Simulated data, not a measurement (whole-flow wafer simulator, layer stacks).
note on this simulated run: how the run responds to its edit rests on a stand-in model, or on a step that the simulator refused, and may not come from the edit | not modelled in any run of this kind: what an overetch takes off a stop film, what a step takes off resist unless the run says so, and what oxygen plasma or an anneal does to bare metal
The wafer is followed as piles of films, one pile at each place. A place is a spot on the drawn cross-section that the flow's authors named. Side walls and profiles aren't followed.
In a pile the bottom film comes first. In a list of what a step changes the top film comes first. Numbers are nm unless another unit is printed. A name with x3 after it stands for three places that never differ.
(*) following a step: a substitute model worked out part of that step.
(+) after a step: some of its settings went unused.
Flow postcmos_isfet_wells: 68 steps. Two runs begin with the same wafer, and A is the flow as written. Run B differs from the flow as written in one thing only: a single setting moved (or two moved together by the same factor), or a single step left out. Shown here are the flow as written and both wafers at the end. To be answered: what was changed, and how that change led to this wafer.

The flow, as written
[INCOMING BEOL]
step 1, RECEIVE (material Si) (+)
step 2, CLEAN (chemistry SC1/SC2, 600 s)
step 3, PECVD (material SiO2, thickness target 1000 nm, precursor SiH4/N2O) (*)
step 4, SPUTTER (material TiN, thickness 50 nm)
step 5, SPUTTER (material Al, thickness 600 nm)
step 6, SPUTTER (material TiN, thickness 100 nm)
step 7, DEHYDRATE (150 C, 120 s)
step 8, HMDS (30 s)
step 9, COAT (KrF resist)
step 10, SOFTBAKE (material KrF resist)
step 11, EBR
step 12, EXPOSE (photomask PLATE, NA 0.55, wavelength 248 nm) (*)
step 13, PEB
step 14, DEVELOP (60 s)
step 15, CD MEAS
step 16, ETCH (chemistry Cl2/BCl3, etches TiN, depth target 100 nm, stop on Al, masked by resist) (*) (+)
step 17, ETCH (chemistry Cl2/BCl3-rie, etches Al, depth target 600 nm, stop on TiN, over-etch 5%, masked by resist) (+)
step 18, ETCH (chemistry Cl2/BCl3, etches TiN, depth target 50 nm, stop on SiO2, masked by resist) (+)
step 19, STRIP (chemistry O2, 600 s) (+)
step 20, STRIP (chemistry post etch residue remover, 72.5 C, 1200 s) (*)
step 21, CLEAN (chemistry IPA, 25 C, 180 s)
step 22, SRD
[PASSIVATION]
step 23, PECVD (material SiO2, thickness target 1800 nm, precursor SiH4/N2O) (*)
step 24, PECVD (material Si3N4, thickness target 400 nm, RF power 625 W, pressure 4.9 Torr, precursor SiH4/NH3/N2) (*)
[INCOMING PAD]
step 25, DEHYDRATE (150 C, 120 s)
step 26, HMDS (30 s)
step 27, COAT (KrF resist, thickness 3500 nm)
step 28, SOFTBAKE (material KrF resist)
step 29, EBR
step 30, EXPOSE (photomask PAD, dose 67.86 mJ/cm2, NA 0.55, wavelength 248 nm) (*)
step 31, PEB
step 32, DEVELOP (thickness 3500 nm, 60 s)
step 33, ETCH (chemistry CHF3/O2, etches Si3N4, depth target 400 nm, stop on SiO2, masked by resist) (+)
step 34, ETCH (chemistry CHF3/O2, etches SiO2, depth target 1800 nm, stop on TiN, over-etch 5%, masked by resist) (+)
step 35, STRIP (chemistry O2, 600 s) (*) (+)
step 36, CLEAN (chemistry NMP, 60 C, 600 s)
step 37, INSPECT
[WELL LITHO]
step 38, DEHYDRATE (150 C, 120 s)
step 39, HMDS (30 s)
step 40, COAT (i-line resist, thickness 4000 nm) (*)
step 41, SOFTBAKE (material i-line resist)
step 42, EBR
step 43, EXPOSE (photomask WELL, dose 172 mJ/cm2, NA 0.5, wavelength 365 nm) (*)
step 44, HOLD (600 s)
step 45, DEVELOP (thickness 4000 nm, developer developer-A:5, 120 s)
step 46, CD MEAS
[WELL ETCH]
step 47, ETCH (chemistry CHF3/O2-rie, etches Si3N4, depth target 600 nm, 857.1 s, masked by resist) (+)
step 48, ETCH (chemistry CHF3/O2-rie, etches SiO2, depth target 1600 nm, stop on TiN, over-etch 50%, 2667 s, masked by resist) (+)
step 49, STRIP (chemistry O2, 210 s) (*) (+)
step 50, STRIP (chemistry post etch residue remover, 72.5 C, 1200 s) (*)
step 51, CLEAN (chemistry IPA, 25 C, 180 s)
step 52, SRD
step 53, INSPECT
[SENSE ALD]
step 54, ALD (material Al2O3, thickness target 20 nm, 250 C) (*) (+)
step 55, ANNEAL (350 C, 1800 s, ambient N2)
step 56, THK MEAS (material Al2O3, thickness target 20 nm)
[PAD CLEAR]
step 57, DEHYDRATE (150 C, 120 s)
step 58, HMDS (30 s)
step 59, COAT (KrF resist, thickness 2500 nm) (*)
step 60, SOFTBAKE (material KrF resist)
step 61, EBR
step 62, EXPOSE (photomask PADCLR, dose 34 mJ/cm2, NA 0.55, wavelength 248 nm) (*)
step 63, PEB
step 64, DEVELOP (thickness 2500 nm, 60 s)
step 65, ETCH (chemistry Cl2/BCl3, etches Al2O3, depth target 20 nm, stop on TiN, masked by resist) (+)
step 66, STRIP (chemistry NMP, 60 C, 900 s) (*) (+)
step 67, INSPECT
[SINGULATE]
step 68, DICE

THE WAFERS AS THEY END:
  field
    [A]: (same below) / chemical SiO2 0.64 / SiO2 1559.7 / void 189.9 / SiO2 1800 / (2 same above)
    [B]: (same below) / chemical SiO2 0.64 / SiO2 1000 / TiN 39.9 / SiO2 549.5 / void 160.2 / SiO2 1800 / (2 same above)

Cause: step 17, ETCH: depth target 504 nm was run, whereas the flow has depth target 600 nm.

The path from the change to this, step by step:
  step 17, ETCH (chemistry Cl2/BCl3-rie, etches Al, depth target 600 nm, stop on TiN, over-etch 5%, masked by resist) (+)
      field: A -600 Al (all of it) | B -504 Al
      margin, well900, well1300 x3, pad_rim, pad_clr, pad_open: A -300 KrF resist | B -252 KrF resist
  step 18, ETCH (chemistry Cl2/BCl3, etches TiN, depth target 50 nm, stop on SiO2, masked by resist) (+)
      field: A -50 TiN (all of it) | B -96 Al (all of it), -9.68 TiN
  step 19, STRIP (chemistry O2, 600 s) (+)
      margin, well900, well1300 x3, pad_rim, pad_clr, pad_open: A -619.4 KrF resist (all of it) | B -667.4 KrF resist (all of it)
  step 23, PECVD (material SiO2, thickness target 1800 nm, precursor SiH4/N2O) (*)
      field: A +1800 SiO2 (new film), +189.9 void (new film), +559.7 SiO2 | B +1800 SiO2 (new film), +160.2 void (new film), +549.5 SiO2 (new film)
Taking metal films that touch as one body, field has 1 body; the flow as written gives 0 bodies.
